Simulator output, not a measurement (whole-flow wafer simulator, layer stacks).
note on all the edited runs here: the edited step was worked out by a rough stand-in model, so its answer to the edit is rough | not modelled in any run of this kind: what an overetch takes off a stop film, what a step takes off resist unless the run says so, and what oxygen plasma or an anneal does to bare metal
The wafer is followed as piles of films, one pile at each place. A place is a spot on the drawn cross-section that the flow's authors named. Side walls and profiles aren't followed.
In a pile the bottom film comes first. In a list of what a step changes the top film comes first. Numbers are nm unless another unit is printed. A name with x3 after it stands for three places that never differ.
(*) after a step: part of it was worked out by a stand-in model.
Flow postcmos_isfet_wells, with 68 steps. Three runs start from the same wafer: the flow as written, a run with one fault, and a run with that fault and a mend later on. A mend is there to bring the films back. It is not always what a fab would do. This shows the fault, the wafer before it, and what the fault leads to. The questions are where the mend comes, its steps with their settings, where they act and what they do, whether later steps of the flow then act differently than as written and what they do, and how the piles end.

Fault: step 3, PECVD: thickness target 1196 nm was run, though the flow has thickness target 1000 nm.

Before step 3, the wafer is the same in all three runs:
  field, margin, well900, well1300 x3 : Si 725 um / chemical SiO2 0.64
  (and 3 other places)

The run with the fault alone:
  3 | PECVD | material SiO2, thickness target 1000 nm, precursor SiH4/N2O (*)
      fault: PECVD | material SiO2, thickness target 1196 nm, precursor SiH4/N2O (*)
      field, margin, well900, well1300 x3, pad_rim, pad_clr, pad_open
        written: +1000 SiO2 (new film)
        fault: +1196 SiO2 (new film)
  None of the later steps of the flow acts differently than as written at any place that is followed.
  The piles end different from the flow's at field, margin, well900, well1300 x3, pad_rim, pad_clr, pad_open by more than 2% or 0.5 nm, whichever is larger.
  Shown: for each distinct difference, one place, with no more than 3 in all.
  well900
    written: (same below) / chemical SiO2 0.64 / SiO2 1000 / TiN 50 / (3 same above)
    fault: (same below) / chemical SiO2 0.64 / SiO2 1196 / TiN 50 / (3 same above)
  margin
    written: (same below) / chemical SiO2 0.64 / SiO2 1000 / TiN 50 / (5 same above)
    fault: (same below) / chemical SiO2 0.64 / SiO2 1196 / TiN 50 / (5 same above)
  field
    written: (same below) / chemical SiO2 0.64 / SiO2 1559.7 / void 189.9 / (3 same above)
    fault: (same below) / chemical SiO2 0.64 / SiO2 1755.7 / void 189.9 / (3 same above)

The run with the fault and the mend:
  The mend follows step 3.
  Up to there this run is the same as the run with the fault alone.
  3a | ETCH | chemistry boe, depth target 1375 nm
      field, margin, well900, well1300 x3, pad_rim, pad_clr, pad_open
        -1196 SiO2 (all of it), -0.64 chemical SiO2 (all of it)
  3b | PECVD | material SiO2, thickness target 1000 nm, precursor SiH4/N2O (a further turn of the flow's step 3)
      field, margin, well900, well1300 x3, pad_rim, pad_clr, pad_open
        +1000 SiO2 (new film)
  None of the later steps of the flow acts differently than as written at any place that is followed.
  The piles end different from the flow's at field, margin, well900, well1300 x3, pad_rim, pad_clr, pad_open by more than 2% or 0.5 nm, whichever is larger.
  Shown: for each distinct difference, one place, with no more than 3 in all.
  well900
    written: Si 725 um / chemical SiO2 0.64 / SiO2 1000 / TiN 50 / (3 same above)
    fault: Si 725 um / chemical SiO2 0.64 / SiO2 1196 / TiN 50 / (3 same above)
    mend: Si 725 um / SiO2 1000 / TiN 50 / (3 same above)
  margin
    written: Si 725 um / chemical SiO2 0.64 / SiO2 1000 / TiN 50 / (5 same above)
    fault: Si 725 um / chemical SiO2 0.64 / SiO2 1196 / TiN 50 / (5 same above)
    mend: Si 725 um / SiO2 1000 / TiN 50 / (5 same above)
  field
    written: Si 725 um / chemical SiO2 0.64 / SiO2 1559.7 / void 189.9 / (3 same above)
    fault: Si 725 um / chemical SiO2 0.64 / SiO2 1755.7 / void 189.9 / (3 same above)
    mend: Si 725 um / SiO2 1559.7 / void 189.9 / (3 same above)
